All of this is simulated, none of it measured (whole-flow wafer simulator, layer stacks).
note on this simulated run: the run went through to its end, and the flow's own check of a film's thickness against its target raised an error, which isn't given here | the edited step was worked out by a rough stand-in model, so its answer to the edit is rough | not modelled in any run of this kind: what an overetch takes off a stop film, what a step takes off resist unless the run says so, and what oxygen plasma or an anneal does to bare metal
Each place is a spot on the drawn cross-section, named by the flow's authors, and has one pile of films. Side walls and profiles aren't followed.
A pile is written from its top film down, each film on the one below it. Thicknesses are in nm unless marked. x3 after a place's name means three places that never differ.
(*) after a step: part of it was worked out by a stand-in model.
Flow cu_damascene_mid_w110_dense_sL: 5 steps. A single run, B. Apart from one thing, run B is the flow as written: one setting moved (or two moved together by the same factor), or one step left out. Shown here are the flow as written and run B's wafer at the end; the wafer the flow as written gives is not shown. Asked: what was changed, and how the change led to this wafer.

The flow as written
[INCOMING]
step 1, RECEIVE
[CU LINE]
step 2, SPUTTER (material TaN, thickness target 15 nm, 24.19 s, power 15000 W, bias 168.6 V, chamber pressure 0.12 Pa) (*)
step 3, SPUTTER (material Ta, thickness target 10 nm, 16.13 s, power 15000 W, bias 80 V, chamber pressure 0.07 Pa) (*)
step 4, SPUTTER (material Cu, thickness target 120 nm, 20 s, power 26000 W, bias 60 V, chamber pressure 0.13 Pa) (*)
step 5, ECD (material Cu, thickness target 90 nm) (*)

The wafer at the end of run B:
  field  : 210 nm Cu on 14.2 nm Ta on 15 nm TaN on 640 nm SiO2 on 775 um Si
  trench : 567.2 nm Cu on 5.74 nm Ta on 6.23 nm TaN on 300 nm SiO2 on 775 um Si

The reason: step 3, SPUTTER: thickness target 14.2 nm was run, while the flow as written has thickness target 10 nm; step 3, SPUTTER: 22.99 s was run, where the flow has 16.13 s.
The wafer lets one read it off: field has Ta 14.2, and step 3 as written asks for 10 nm.

Step by step, how the change led to this:
  step 3, SPUTTER (material Ta, thickness target 10 nm, 16.13 s, power 15000 W, bias 80 V, chamber pressure 0.07 Pa) (*)
      field: +14.2 Ta (new film) (it would be, as written: +10 Ta (new film))
      trench: +5.74 Ta (new film) (it would be, as written: +4.05 Ta (new film))
